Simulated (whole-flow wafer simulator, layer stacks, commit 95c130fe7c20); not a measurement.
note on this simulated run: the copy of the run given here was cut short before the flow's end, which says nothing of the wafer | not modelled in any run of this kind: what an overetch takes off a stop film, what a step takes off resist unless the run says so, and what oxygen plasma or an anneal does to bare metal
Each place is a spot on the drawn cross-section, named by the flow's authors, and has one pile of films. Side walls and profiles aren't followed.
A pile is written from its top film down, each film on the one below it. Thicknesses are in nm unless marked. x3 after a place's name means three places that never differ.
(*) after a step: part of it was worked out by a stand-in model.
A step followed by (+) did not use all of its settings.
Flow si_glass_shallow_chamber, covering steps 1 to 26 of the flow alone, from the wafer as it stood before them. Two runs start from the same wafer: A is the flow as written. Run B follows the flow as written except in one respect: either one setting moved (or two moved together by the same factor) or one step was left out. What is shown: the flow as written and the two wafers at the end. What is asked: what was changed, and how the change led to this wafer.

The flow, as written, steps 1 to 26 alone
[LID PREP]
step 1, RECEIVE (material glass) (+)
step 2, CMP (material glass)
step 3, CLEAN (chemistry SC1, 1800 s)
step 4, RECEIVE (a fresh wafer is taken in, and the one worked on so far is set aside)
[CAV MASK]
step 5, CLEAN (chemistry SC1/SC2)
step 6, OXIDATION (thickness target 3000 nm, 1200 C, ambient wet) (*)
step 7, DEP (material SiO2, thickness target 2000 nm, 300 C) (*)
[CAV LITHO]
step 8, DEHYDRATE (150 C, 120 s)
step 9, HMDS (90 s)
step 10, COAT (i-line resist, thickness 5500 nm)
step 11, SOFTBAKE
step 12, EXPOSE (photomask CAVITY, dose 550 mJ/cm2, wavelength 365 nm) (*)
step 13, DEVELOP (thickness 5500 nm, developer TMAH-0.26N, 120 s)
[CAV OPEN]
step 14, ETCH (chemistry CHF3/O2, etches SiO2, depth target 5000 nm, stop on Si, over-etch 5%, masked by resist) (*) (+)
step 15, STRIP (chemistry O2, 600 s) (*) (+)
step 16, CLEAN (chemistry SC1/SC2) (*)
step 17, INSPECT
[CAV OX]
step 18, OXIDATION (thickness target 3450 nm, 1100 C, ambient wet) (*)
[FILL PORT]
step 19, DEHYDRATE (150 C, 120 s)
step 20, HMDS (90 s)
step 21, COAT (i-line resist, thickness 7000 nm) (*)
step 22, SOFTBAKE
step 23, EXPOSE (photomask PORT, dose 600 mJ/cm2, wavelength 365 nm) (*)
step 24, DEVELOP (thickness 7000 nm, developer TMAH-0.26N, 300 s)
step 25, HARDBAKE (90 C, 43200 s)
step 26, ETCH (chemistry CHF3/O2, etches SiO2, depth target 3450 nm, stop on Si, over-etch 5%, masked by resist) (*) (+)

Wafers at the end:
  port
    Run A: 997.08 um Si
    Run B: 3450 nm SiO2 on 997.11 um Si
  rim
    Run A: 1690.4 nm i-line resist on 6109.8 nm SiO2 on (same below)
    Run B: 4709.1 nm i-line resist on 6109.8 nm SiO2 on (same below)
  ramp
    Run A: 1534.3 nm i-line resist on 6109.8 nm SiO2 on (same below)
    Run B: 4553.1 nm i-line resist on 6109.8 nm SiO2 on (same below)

Cause: step 26, ETCH: chemistry CHF3/O2, etches SiO2, depth target 3450 nm, stop on Si, over-etch 5%, masked by resist (*) (+), was not run.

The path from the change to this, step by step:
  (no step that both runs have acts differently)
